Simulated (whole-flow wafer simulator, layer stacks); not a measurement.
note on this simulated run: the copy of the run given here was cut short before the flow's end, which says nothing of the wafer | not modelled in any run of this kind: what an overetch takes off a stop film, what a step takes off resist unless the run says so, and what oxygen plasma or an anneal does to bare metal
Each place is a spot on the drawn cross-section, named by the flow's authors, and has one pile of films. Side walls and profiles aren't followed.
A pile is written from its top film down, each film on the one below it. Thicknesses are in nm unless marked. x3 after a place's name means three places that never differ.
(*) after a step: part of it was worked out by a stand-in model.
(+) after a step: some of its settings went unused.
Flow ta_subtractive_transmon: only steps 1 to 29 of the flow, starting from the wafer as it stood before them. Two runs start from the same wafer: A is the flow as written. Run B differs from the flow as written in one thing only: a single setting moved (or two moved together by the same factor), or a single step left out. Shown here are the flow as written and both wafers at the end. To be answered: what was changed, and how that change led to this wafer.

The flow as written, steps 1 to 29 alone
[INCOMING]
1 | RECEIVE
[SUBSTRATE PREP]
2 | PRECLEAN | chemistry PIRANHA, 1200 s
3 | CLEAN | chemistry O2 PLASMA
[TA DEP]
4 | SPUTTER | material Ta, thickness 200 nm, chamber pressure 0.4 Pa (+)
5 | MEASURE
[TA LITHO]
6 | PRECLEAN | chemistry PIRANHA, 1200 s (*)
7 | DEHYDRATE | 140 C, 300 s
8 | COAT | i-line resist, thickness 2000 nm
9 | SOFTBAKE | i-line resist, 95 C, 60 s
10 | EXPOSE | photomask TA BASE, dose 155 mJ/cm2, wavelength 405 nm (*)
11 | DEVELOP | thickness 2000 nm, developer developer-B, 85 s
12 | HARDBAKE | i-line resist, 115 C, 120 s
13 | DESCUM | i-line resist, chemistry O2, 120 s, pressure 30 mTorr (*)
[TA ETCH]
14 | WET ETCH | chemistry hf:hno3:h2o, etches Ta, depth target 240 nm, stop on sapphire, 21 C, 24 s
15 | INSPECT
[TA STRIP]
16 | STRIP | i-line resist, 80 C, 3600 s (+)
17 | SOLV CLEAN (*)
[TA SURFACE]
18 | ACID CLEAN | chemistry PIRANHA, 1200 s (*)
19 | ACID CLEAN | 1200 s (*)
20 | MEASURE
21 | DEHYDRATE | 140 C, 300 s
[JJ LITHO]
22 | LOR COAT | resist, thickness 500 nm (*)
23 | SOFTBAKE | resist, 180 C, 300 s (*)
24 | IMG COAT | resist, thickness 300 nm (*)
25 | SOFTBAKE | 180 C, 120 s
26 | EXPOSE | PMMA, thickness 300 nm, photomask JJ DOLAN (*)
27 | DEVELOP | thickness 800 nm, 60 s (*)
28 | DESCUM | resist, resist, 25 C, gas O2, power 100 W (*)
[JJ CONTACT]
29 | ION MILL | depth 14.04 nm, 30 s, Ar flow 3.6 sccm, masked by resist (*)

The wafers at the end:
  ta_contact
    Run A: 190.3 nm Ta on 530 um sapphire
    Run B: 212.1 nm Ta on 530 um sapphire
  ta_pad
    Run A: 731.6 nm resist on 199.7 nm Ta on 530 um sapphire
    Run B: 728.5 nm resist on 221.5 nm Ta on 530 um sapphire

What caused this: step 4, SPUTTER: thickness 221.8 nm was run, whereas the flow has thickness 200 nm.

The path from the change to this, step by step:
  4 | SPUTTER | material Ta, thickness 200 nm, chamber pressure 0.4 Pa (+)
      field x2, jj_line, lead, ta_contact, ta_pad: A Ta gains 200 (new film) | B Ta gains 221.8 (new film)
  14 | WET ETCH | chemistry hf:hno3:h2o, etches Ta, depth target 240 nm, stop on sapphire, 21 C, 24 s
      field x2, jj_line, lead: A Ta loses 200 (all of it) | B Ta loses 221.8 (all of it)
